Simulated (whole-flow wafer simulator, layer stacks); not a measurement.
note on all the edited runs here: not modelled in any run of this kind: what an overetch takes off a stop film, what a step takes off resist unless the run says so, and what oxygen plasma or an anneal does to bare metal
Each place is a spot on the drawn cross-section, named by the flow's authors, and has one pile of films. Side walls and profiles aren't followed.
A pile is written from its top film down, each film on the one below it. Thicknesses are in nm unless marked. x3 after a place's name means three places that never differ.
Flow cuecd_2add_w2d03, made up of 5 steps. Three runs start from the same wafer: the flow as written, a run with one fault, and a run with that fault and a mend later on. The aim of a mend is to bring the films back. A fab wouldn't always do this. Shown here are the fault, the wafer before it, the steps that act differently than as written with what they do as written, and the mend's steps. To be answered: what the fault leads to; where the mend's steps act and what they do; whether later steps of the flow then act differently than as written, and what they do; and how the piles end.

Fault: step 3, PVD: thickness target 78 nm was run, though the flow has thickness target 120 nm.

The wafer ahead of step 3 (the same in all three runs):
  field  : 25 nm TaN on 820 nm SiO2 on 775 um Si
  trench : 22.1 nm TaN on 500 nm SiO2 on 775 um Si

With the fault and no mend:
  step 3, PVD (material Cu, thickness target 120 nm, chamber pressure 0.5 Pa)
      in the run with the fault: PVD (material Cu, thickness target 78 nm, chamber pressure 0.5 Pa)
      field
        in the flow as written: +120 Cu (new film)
        in the run with the fault: +78 Cu (new film)
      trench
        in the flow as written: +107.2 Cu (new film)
        in the run with the fault: +69.6 Cu (new film)
  Later steps of the flow that are run all act as written at every place that is followed.
  By the end, the piles at field, trench depart from the flow's by more than 2% or 0.5 nm, whichever is larger.
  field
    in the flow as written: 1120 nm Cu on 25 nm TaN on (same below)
    in the run with the fault: 1078 nm Cu on 25 nm TaN on (same below)
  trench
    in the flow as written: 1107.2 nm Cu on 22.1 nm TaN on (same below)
    in the run with the fault: 1069.6 nm Cu on 22.1 nm TaN on (same below)

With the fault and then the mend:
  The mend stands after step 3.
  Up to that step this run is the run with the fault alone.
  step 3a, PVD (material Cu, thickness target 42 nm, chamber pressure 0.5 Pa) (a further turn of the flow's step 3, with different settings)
      field
        +42 Cu
      trench
        +37.1 Cu
  Later steps of the flow that are run all act as written at every place that is followed.
  When the end is reached, the piles differ only a little from the flow's at the places that both follow, at most by 2% or 0.5 nm, whichever is larger.
